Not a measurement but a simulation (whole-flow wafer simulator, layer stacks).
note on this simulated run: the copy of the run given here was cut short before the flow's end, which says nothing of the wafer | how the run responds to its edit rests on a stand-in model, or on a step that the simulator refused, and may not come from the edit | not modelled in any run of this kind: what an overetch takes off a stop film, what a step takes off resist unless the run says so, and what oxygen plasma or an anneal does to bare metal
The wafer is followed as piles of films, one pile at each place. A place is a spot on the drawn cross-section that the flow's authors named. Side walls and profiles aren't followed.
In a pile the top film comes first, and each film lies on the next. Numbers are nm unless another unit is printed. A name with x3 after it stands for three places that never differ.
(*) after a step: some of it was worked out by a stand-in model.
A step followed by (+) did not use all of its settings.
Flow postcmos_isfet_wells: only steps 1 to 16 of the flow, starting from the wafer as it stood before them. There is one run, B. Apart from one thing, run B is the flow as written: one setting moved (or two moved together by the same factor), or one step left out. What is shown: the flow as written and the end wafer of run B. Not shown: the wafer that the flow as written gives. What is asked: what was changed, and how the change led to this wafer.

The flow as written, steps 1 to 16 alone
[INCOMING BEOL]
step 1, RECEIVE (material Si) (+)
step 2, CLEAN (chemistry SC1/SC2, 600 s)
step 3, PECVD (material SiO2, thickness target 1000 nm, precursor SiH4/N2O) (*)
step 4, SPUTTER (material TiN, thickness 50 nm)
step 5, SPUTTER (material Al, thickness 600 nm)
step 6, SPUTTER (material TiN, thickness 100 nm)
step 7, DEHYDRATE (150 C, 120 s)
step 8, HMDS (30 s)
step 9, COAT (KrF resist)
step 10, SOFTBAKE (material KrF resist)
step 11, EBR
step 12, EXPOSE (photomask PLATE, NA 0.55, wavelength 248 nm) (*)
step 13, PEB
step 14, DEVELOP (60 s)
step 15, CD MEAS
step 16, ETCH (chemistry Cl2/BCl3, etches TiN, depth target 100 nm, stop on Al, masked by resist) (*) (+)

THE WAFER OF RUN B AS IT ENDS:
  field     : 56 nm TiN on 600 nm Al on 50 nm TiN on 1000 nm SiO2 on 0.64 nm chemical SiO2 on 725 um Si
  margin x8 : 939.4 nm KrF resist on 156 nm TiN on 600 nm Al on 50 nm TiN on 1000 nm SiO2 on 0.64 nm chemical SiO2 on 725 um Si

The reason: step 6, SPUTTER: thickness 156 nm was run, whereas the flow has thickness 100 nm.
One can read it off the wafer: margin x8 has TiN 156, and step 6 as written asks for 100 nm.

The path from the change to this, step by step:
  step 6, SPUTTER (material TiN, thickness 100 nm)
      field, margin x8: +156 TiN (new film) (in the flow as written it would be: +100 TiN (new film))
  step 16, ETCH (chemistry Cl2/BCl3, etches TiN, depth target 100 nm, stop on Al, masked by resist) (*) (+)
      field: -100 TiN (in the flow as written it would be: -100 TiN (all of it))
